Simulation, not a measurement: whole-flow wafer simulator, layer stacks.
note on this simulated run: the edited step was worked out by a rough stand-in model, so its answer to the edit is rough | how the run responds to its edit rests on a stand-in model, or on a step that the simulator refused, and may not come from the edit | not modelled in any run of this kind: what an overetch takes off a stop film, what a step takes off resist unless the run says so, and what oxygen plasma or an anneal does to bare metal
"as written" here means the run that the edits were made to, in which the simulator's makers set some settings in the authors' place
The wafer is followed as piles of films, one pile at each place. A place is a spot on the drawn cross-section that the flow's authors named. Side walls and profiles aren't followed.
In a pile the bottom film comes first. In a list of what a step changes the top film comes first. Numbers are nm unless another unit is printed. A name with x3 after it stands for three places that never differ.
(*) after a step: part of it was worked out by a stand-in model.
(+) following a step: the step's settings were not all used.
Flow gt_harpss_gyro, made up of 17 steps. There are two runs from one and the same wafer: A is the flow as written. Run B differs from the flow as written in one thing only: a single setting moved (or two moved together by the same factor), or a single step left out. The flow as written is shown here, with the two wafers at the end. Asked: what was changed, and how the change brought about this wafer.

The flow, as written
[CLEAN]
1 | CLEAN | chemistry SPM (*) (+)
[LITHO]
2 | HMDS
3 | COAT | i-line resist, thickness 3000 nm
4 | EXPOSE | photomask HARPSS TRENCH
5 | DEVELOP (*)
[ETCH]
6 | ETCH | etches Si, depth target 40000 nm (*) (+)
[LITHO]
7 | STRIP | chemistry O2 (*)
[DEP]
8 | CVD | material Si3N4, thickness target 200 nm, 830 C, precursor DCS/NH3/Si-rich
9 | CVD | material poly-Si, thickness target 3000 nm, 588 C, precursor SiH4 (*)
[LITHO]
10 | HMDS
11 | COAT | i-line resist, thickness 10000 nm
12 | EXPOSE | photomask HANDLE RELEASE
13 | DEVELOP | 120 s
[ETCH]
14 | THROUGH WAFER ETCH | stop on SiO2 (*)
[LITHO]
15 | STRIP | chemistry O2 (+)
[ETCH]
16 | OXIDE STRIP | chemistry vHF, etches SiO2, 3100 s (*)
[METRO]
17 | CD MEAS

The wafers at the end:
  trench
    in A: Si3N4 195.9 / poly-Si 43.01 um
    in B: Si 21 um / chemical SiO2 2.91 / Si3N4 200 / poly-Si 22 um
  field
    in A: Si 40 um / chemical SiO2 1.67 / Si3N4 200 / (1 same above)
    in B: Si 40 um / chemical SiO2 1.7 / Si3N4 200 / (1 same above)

The reason: step 6, ETCH: depth target 19000 nm was run, though the flow has depth target 40000 nm.

How this came from the change, step by step:
  6 | ETCH | etches Si, depth target 40000 nm (*) (+)
      trench: A chemical SiO2 loses 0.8 (all of it), Si loses 40 um (all of it) | B chemical SiO2 loses 0.8 (all of it), Si loses 19 um
      field: A i-line resist loses 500 | B i-line resist loses 237.5
  7 | STRIP | chemistry O2 (*)
      trench: A nothing | B chemical SiO2 gains 2.91 (new film), Si loses 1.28
      field: A i-line resist loses 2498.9 (all of it), chemical SiO2 gains 0.87, Si loses 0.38 | B i-line resist loses 2761.4 (all of it), chemical SiO2 gains 0.9, Si loses 0.4
  8 | CVD | material Si3N4, thickness target 200 nm, 830 C, precursor DCS/NH3/Si-rich
      trench: A Si3N4 gains 195.9 (new film) | B Si3N4 gains 200 (new film)
  9 | CVD | material poly-Si, thickness target 3000 nm, 588 C, precursor SiH4 (*)
      trench: A poly-Si gains 43.01 um (new film) | B poly-Si gains 22 um (new film)
